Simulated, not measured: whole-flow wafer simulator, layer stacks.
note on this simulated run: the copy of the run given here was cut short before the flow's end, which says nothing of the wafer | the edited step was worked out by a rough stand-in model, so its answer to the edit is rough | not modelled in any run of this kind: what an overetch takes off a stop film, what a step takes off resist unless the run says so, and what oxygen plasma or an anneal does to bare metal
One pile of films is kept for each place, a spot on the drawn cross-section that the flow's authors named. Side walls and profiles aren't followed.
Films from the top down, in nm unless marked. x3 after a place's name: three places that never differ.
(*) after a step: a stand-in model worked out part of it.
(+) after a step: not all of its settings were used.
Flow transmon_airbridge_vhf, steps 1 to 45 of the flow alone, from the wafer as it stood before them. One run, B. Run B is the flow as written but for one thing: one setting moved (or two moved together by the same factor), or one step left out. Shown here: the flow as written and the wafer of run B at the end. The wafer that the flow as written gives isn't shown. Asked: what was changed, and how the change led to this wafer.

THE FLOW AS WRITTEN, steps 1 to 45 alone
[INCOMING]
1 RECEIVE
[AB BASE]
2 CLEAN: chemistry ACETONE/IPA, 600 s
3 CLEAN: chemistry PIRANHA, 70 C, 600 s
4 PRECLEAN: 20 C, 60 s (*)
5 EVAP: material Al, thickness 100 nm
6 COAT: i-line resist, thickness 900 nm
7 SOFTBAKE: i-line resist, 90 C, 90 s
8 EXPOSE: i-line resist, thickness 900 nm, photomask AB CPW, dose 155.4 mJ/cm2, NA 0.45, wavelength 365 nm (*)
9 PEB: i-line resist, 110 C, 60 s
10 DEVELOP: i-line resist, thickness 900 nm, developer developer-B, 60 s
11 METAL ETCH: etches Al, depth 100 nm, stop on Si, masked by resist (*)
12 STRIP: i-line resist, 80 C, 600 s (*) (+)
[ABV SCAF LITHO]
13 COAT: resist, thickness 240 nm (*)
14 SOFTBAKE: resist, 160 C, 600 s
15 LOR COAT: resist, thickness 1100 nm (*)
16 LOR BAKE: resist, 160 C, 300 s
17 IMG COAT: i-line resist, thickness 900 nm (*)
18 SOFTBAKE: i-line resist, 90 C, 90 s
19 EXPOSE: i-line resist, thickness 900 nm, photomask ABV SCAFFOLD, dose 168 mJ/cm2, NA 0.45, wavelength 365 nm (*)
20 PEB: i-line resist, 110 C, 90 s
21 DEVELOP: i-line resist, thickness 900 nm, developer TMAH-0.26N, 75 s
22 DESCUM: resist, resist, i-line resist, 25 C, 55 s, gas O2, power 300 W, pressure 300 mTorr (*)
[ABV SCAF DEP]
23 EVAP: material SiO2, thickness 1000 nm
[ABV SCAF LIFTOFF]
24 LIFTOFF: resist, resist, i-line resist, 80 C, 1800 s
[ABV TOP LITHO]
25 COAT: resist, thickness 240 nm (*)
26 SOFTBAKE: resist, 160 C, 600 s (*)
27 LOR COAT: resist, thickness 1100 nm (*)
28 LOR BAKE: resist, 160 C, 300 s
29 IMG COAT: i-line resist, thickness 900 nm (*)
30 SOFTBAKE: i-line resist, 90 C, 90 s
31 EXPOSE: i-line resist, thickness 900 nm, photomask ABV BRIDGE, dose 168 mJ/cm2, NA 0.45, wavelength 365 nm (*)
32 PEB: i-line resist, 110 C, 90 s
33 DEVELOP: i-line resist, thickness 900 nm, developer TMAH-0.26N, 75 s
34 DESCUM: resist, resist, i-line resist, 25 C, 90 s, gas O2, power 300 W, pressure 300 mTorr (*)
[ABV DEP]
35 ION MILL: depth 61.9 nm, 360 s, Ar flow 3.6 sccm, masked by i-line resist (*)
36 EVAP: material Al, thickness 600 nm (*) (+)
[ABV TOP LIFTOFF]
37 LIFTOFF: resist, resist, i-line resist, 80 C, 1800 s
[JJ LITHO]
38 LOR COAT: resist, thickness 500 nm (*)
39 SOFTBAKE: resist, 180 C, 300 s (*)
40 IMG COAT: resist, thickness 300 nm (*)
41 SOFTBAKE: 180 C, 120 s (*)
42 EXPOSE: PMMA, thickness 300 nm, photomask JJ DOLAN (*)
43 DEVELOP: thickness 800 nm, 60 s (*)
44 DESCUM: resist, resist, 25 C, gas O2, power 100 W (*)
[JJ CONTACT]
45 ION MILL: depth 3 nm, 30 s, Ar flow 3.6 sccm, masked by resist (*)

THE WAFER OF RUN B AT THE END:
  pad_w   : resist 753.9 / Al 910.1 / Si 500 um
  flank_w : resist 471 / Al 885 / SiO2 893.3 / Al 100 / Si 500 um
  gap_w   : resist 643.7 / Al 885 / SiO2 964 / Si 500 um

The cause: step 36, EVAP: thickness 885 nm was run, where the flow has thickness 600 nm.
It can be read off the wafer: flank_w has Al 885, and step 36 as written asks for 600 nm.

How the change led to this, step by step:
  36 EVAP: material Al, thickness 600 nm (*) (+)
      field x3, jj_line, ground_far and 10 more: Al +885 (new film) (as written it would be: Al +600 (new film))
      pad_w, pad_e: Al +872.1 (as written it would be: Al +591.2)
  37 LIFTOFF: resist, resist, i-line resist, 80 C, 1800 s
      field x3, jj_line, trace_open_s x2: Al -885 (all of it), i-line resist -600 (all of it), resist -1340 (all of it) (as written it would be: Al -600 (all of it), i-line resist -600 (all of it), resist -1340 (all of it))
      margin_s, margin_n: Al -885 (all of it), i-line resist -318.3 (all of it), resist -992 (all of it) (as written it would be: Al -600 (all of it), i-line resist -318.3 (all of it), resist -992 (all of it))
      (and at 1 more place)
  38 LOR COAT: resist, thickness 500 nm (*)
      pad_w, pad_e: resist +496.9 (new film) (as written it would be: resist +517 (new film))
      flank_w, flank_e: resist +300 (new film) (as written it would be: resist +306.5 (new film))
      (and at 6 more places)
  40 IMG COAT: resist, thickness 300 nm (*)
      pad_w, pad_e: resist +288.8 (as written it would be: resist +300.1)
      flank_w, flank_e: resist +202.8 (as written it would be: resist +212.1)
      (and at 6 more places)
